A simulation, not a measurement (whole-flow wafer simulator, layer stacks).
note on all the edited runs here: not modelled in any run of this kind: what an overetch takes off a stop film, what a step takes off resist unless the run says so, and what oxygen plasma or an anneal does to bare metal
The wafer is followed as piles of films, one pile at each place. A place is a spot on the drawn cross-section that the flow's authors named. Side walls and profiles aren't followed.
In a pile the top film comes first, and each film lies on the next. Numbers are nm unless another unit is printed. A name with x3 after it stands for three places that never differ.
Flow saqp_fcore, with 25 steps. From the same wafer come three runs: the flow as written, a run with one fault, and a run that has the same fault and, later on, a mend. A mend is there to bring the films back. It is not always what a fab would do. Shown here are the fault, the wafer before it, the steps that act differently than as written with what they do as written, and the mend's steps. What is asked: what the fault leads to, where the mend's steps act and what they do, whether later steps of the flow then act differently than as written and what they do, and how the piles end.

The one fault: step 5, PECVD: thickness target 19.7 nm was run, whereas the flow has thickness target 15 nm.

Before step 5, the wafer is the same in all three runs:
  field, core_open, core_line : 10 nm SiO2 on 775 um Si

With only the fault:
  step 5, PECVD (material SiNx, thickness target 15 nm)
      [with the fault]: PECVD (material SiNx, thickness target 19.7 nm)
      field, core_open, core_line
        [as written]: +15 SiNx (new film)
        [with the fault]: +19.7 SiNx (new film)
  Every later step of the flow that is run acts as written at every place that is followed.
  At field, core_open, core_line, the piles at the end differ from the flow's by more than 2% or 0.5 nm, whichever is larger.
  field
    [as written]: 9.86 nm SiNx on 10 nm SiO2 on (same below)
    [with the fault]: 14.6 nm SiNx on 10 nm SiO2 on (same below)
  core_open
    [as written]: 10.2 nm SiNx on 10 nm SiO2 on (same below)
    [with the fault]: 14.9 nm SiNx on 10 nm SiO2 on (same below)
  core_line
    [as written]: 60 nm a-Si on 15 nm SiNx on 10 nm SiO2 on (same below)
    [with the fault]: 60 nm a-Si on 19.7 nm SiNx on 10 nm SiO2 on (same below)

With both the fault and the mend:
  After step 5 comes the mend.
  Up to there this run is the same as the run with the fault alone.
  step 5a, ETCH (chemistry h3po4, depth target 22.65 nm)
      field, core_open, core_line
        -19.7 SiNx (all of it)
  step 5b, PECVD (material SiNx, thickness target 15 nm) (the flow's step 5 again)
      field, core_open, core_line
        +15 SiNx (new film)
  Every later step of the flow that is run acts as written at every place that is followed.
  The piles end the same as the flow's at every place that both follow.
